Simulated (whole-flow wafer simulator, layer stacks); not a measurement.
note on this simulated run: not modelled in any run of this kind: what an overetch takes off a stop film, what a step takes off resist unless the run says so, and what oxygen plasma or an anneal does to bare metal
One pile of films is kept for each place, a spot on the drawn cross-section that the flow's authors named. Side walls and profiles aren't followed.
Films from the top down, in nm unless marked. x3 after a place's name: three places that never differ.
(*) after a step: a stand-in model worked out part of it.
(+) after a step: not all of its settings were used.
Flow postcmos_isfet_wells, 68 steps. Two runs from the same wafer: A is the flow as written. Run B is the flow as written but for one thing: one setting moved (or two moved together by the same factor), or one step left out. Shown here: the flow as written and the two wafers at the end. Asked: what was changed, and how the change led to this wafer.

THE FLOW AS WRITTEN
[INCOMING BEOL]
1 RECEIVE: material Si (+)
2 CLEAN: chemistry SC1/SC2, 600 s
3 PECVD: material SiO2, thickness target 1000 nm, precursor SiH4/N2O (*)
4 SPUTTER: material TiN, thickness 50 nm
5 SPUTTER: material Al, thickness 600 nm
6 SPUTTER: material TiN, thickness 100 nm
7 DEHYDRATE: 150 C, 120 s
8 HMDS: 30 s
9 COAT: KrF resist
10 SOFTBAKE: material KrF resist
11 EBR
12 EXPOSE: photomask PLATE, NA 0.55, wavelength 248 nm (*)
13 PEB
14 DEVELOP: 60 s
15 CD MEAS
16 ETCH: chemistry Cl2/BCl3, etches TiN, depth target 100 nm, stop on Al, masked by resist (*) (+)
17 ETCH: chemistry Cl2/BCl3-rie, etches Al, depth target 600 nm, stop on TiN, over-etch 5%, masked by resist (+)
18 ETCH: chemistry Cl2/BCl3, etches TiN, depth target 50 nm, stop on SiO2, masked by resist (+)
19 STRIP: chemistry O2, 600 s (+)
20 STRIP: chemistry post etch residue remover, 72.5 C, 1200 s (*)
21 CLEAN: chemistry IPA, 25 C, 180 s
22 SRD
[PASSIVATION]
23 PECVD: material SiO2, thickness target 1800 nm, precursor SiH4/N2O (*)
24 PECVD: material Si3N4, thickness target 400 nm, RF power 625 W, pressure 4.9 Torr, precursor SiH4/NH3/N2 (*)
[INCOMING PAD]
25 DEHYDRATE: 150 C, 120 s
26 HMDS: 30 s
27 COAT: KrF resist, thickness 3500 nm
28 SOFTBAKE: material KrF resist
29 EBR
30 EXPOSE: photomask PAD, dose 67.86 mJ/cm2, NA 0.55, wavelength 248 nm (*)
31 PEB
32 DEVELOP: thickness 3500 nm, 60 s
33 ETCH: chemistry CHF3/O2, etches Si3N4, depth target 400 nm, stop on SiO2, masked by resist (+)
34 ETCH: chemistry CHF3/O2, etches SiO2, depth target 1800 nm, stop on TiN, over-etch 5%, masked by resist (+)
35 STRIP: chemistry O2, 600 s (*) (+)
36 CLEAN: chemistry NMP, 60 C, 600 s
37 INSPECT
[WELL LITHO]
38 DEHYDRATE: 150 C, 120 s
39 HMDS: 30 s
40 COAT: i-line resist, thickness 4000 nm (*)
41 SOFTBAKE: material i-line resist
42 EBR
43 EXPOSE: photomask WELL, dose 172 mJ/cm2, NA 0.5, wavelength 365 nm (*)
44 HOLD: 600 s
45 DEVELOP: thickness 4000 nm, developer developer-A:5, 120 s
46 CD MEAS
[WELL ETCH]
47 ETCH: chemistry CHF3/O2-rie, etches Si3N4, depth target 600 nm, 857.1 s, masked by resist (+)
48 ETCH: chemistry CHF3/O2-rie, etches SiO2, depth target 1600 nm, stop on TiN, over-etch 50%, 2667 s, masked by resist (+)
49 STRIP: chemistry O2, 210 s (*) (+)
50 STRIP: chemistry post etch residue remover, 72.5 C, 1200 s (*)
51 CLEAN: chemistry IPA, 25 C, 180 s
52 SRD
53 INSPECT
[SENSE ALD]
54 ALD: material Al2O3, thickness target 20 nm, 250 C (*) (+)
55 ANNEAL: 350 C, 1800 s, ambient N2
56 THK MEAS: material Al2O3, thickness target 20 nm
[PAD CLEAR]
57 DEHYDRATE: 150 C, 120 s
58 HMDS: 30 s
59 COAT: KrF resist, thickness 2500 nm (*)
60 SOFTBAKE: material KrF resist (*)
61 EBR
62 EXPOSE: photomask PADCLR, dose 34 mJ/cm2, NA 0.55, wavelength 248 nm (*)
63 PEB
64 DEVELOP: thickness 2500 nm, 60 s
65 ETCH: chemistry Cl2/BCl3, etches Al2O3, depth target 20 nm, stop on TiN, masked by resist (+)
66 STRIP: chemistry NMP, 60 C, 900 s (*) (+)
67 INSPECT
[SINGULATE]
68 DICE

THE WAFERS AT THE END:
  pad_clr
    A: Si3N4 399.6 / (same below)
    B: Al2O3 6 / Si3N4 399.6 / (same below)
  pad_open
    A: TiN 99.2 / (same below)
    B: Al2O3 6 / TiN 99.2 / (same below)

The cause: step 65, ETCH: depth target 14 nm was run, where the flow has depth target 20 nm.

How the change led to this, step by step:
  65 ETCH: chemistry Cl2/BCl3, etches Al2O3, depth target 20 nm, stop on TiN, masked by resist (+)
      pad_clr, pad_open: A Al2O3 -20 (all of it) | B Al2O3 -14
      field, margin, pad_rim: A KrF resist -25 | B KrF resist -17.5
